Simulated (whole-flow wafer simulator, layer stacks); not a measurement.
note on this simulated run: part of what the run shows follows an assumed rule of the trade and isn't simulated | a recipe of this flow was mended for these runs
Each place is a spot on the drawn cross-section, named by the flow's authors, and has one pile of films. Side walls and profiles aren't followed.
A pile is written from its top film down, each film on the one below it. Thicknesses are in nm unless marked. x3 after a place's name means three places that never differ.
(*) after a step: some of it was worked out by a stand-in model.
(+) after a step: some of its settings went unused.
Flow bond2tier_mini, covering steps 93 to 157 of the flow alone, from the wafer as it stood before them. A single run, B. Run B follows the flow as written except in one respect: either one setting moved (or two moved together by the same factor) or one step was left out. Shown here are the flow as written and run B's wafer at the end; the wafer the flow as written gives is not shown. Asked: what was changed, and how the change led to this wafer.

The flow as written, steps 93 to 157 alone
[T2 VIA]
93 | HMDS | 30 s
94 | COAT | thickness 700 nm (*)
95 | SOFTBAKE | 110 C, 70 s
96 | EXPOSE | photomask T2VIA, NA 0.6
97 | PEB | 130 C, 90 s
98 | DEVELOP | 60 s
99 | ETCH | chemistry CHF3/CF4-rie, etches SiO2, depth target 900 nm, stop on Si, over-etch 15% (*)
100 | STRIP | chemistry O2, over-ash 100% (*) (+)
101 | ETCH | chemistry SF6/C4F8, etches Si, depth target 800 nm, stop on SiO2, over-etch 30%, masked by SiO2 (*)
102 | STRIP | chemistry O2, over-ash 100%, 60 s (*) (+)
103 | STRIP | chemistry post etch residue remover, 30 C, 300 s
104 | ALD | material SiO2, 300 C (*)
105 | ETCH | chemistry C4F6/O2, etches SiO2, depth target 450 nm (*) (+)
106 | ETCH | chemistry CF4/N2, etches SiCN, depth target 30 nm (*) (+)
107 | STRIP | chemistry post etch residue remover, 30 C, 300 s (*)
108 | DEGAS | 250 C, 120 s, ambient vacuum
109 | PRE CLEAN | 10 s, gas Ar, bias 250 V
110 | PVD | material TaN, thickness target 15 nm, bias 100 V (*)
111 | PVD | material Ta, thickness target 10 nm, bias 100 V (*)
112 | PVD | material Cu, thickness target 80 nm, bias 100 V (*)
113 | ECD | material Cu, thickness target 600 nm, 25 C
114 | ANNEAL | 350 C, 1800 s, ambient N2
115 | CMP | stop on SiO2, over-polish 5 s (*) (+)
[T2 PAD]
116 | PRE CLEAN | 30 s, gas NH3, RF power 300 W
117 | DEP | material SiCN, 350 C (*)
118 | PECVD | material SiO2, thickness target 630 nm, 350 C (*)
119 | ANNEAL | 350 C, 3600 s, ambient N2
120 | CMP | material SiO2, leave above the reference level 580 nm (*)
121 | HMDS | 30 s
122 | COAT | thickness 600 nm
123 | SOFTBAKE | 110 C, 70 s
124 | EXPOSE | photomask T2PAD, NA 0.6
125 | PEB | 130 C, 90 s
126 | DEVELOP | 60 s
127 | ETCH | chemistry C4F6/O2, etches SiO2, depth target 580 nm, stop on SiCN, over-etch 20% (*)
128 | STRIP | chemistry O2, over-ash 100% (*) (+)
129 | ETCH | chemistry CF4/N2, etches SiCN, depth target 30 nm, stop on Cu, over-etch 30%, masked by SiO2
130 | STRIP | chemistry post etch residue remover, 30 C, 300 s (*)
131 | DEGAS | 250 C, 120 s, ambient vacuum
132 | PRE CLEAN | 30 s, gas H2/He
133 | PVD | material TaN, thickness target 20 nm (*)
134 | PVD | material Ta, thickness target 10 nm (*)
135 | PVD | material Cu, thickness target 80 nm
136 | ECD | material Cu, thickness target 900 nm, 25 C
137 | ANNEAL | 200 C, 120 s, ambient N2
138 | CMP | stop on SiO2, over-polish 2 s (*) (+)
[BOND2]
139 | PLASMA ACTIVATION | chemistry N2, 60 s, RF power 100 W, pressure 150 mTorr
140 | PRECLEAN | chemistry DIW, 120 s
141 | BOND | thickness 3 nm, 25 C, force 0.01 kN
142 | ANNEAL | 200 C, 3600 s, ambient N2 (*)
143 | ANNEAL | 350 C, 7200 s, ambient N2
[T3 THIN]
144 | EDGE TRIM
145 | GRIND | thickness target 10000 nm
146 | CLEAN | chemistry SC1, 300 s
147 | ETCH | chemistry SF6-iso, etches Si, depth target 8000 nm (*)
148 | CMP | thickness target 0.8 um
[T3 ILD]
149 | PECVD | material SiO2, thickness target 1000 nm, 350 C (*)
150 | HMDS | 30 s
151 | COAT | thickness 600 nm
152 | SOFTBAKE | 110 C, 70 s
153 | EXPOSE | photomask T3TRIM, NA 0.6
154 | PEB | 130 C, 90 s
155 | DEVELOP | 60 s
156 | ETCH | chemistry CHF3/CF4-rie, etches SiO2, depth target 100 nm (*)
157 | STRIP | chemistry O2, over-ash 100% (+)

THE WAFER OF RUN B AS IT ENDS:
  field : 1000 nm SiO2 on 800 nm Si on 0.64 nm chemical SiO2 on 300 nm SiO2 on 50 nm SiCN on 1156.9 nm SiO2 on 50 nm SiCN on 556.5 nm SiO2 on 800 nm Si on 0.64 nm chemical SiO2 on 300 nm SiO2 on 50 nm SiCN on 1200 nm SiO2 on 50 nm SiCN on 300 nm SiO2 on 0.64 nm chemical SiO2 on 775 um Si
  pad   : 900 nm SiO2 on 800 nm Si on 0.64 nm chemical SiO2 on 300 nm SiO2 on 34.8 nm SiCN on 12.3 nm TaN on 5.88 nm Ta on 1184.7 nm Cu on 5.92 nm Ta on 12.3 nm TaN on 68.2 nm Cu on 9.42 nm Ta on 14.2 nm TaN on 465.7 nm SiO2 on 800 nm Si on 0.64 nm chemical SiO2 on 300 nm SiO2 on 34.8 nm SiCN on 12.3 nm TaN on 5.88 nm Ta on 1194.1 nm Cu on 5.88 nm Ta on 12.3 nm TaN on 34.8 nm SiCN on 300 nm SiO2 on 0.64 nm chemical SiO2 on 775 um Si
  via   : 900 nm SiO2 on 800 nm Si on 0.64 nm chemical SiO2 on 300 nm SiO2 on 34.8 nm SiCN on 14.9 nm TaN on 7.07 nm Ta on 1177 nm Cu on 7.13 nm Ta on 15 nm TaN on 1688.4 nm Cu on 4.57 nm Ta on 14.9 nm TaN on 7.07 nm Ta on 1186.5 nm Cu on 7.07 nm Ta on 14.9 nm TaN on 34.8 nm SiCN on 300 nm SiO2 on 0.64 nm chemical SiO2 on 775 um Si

The reason: step 101, ETCH: over-etch 36.7% was run, whereas the flow has over-etch 30%; step 109, PRE CLEAN: bias 308 V was run, where the flow has bias 250 V.

How this came from the change, step by step:
  101 | ETCH | chemistry SF6/C4F8, etches Si, depth target 800 nm, stop on SiO2, over-etch 30%, masked by SiO2 (*)
      via: Si loses 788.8 (all of it), chemical SiO2 loses 0.64 (all of it), SiO2 loses 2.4 (it would be, as written: Si loses 788.8 (all of it), chemical SiO2 loses 0.64 (all of it), SiO2 loses 1.87)
  109 | PRE CLEAN | 10 s, gas Ar, bias 250 V
      via: TaN loses 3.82 (it would be, as written: TaN loses 3.19)
